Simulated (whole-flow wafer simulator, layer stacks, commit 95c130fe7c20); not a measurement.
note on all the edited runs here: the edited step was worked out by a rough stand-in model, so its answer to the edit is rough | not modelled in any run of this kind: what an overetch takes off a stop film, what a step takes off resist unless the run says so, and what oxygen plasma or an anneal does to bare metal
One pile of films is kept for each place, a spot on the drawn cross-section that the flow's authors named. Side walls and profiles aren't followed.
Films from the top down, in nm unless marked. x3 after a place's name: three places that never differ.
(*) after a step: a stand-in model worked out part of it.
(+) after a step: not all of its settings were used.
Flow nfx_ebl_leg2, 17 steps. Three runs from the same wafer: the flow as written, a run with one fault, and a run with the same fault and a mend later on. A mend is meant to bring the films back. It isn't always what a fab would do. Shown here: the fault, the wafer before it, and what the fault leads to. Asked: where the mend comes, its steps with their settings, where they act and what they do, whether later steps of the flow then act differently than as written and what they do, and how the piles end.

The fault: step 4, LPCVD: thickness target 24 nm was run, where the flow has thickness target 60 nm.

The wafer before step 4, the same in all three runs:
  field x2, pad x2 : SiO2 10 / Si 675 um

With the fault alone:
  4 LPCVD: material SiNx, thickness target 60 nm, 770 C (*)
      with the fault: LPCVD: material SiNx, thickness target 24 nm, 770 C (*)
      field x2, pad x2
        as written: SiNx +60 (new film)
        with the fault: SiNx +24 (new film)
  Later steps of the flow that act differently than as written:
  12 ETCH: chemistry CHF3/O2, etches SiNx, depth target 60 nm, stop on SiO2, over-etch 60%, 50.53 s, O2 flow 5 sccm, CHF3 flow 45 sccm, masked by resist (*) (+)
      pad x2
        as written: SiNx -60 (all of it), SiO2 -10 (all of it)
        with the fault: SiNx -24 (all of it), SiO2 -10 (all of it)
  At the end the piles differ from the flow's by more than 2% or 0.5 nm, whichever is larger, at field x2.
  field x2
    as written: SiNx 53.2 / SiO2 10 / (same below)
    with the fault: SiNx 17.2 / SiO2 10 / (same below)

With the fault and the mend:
  The mend comes after step 5.
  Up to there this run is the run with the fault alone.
  5a LPCVD: material SiNx, thickness target 36 nm, 770 C (*) (the flow's step 4 once more, with other settings)
      field x2, pad x2
        SiNx +36
  No later step of the flow acts differently than as written at any place that is followed.
  At the end the piles are the same as the flow's at every place that both follow.
